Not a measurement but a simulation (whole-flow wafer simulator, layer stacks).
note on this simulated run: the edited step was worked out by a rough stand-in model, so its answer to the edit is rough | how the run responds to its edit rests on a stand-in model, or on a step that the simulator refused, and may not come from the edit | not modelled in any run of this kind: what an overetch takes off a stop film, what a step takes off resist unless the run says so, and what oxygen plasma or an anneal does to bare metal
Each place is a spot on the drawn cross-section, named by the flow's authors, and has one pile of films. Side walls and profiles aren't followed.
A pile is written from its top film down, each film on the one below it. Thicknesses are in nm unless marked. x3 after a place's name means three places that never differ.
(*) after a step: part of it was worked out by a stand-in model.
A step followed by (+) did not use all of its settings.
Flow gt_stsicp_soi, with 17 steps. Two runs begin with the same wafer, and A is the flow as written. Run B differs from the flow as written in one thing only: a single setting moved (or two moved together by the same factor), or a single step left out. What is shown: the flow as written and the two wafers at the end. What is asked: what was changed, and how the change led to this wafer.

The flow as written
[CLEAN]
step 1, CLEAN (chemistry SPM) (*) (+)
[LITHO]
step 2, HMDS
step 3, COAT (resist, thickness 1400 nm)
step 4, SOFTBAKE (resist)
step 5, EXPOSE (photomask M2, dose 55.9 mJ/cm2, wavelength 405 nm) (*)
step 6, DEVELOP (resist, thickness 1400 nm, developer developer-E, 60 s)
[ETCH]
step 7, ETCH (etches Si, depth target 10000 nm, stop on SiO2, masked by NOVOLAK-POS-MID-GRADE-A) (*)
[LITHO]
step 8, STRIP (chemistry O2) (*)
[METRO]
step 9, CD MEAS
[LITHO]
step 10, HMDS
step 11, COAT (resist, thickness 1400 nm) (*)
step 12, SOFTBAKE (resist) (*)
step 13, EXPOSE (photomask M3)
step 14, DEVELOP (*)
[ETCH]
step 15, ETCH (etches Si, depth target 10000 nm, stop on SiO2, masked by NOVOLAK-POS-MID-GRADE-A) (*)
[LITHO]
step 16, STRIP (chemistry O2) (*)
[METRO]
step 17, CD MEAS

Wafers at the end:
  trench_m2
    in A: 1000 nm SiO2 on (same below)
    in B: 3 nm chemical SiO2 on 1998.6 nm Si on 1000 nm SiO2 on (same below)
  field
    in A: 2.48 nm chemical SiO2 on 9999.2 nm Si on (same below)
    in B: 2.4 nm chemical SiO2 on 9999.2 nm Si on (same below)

Cause: step 7, ETCH: depth target 8000 nm was run, though the flow has depth target 10000 nm.

Step by step, how the change led to this:
  step 7, ETCH (etches Si, depth target 10000 nm, stop on SiO2, masked by NOVOLAK-POS-MID-GRADE-A) (*)
      trench_m2: A chemical SiO2 loses 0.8 (all of it), Si loses 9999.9 (all of it) | B chemical SiO2 loses 0.8 (all of it), Si loses 8000
      field, trench_m3: A resist loses 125 | B resist loses 100
  step 8, STRIP (chemistry O2) (*)
      trench_m2: A nothing | B chemical SiO2 gains 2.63 (new film), Si loses 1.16
  step 11, COAT (resist, thickness 1400 nm) (*)
      trench_m2: A resist gains 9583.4 (new film) | B resist gains 7996.2 (new film)
  step 12, SOFTBAKE (resist) (*)
      field: A nothing | B resist gains 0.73
      trench_m2: A nothing | B resist gains 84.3
      (also at 1 further place)
  step 16, STRIP (chemistry O2) (*)
      trench_m2: A resist loses 9458.4 (all of it) | B resist loses 7955.4 (all of it), chemical SiO2 gains 0.37, Si loses 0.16
